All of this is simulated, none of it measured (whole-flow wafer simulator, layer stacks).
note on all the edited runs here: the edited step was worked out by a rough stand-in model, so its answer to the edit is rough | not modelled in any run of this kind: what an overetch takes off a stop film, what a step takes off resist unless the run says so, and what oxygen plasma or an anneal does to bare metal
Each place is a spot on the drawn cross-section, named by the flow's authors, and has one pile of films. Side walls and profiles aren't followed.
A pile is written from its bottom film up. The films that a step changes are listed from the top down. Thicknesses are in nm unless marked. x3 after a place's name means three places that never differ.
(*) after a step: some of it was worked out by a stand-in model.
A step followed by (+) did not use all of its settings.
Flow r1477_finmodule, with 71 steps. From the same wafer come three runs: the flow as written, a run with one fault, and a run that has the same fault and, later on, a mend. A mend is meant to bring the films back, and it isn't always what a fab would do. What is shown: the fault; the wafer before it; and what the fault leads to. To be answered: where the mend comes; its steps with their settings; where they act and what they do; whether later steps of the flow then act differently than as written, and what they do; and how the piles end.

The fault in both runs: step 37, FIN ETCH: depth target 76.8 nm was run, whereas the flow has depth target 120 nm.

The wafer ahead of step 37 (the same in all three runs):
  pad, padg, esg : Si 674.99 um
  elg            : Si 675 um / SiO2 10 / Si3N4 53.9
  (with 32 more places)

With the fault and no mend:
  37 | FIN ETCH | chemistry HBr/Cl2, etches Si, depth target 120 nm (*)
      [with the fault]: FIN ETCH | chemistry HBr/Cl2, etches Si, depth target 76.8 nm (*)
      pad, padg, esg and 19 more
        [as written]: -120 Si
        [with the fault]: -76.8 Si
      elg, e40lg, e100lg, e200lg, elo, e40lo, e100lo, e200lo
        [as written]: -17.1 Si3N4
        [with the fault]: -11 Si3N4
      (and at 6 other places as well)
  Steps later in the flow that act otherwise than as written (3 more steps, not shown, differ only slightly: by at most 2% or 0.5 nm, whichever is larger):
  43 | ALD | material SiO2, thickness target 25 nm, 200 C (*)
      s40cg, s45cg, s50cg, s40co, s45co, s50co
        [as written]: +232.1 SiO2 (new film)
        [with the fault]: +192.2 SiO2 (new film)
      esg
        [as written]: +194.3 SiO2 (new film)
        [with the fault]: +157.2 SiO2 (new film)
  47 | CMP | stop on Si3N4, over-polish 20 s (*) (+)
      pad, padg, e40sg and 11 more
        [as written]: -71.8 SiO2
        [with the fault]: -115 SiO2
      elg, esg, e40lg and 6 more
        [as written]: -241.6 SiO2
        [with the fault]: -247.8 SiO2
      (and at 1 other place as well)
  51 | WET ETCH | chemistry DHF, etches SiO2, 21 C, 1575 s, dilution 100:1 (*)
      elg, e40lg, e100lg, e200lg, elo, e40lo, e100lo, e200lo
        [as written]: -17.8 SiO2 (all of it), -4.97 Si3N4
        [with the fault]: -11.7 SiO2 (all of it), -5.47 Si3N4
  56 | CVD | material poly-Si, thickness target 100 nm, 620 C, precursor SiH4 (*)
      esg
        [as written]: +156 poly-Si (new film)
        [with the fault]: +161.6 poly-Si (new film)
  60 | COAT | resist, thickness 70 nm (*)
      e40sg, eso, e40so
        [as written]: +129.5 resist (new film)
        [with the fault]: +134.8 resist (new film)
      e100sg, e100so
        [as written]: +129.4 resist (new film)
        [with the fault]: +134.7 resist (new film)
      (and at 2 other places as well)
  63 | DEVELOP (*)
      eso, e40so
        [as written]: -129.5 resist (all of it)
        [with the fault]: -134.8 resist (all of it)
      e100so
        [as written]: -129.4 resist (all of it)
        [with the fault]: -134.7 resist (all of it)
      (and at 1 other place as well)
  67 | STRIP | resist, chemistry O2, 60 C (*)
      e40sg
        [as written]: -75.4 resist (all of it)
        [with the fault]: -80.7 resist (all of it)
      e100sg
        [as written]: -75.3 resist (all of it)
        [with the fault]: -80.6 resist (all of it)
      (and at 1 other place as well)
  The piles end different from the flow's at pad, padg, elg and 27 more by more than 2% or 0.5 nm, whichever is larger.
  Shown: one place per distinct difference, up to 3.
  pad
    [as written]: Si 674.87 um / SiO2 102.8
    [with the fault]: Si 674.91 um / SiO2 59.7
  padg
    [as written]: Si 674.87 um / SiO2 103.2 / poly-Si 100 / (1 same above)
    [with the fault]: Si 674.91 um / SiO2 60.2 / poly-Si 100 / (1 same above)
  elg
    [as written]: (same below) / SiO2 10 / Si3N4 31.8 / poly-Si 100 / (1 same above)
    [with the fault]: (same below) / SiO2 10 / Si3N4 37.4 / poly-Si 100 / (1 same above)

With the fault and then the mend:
  The mend follows step 38.
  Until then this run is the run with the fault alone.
  38a | FIN ETCH | chemistry HBr/Cl2, etches Si, depth target 43.2 nm (*) (the flow's step 37 again, with other settings)
      pad, padg, esg and 19 more
        -43.2 Si
      elg, e40lg, e100lg, e200lg, elo, e40lo, e100lo, e200lo
        -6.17 Si3N4
      s40sg_line, s45sg_line, s50sg_line, s40so_line, s45so_line, s50so_line
        -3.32 SiO2
  Later steps of the flow that are run all act as written at every place that is followed.
  At every place that both follow, the piles at the end match the flow's.
